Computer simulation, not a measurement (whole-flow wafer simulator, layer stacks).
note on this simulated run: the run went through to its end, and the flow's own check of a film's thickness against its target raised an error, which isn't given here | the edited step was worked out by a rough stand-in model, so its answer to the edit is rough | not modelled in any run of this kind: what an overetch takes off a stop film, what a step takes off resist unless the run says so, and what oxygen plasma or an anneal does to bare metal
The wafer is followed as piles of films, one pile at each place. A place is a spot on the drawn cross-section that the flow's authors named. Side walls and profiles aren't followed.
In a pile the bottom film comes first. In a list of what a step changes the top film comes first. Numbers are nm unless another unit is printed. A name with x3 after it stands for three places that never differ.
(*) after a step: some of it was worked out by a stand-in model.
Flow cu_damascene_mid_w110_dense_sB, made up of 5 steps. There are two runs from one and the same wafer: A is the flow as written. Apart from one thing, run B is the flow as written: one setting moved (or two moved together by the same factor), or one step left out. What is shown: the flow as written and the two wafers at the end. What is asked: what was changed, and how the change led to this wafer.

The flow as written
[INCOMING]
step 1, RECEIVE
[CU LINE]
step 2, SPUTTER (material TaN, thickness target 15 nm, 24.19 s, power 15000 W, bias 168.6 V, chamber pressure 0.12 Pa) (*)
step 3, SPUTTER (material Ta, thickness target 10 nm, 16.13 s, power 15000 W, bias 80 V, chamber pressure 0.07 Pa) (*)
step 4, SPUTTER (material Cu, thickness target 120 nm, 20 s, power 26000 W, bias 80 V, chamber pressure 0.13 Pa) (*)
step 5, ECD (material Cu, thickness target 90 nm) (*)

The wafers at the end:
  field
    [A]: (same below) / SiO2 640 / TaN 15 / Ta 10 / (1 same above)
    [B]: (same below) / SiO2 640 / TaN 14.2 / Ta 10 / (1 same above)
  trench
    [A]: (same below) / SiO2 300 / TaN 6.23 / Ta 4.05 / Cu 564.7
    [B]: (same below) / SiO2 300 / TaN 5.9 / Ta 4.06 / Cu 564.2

What caused this: step 2, SPUTTER: thickness target 14.2 nm was run, whereas the flow has thickness target 15 nm; step 2, SPUTTER: 22.98 s was run, where the flow has 24.19 s.
The wafer itself shows it: field has TaN 14.2, and step 2 as written asks for 15 nm.

The path from the change to this, step by step:
  step 2, SPUTTER (material TaN, thickness target 15 nm, 24.19 s, power 15000 W, bias 168.6 V, chamber pressure 0.12 Pa) (*)
      field: A TaN gains 15 (new film) | B TaN gains 14.2 (new film)
